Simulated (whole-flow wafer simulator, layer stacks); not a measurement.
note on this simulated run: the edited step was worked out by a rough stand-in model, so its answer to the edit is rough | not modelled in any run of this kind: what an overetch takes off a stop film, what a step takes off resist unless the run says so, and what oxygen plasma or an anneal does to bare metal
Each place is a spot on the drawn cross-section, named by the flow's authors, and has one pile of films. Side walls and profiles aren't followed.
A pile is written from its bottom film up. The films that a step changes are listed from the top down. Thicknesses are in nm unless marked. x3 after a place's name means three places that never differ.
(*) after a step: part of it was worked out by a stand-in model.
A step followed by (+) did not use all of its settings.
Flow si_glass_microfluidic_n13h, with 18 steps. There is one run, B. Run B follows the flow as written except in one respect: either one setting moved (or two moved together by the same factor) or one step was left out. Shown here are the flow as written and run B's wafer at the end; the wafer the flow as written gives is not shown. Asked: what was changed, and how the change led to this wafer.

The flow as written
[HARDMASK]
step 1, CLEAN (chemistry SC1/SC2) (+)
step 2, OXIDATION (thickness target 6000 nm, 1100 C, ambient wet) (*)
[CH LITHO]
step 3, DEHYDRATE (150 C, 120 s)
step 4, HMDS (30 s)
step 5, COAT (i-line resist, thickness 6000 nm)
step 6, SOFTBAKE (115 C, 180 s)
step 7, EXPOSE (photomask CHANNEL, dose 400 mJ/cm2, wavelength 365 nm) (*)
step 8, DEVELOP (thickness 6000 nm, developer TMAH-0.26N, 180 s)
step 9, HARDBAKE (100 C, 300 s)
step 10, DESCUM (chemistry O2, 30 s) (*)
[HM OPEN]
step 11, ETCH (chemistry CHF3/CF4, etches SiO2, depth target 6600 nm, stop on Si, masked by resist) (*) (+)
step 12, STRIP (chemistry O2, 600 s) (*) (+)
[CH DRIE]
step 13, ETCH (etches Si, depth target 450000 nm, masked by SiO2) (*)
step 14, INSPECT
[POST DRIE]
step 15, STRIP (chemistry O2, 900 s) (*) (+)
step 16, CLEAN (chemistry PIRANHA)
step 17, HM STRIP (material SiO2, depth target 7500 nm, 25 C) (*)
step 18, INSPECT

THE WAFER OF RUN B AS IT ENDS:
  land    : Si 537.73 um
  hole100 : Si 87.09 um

What caused this: step 2, OXIDATION: 1045 C was run, though the flow has 1100 C.

Step by step, how the change led to this:
  step 2, OXIDATION (thickness target 6000 nm, 1100 C, ambient wet) (*)
      land, hole100: +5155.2 SiO2 (new film), -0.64 chemical SiO2 (all of it), -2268 Si (it would be, as written: +6000 SiO2 (new film), -0.64 chemical SiO2 (all of it), -2639.7 Si)
  step 11, ETCH (chemistry CHF3/CF4, etches SiO2, depth target 6600 nm, stop on Si, masked by resist) (*) (+)
      hole100: -5155.2 SiO2 (all of it) (it would be, as written: -6000 SiO2 (all of it))
  step 17, HM STRIP (material SiO2, depth target 7500 nm, 25 C) (*)
      land: -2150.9 SiO2 (all of it) (it would be, as written: -2995.7 SiO2 (all of it))
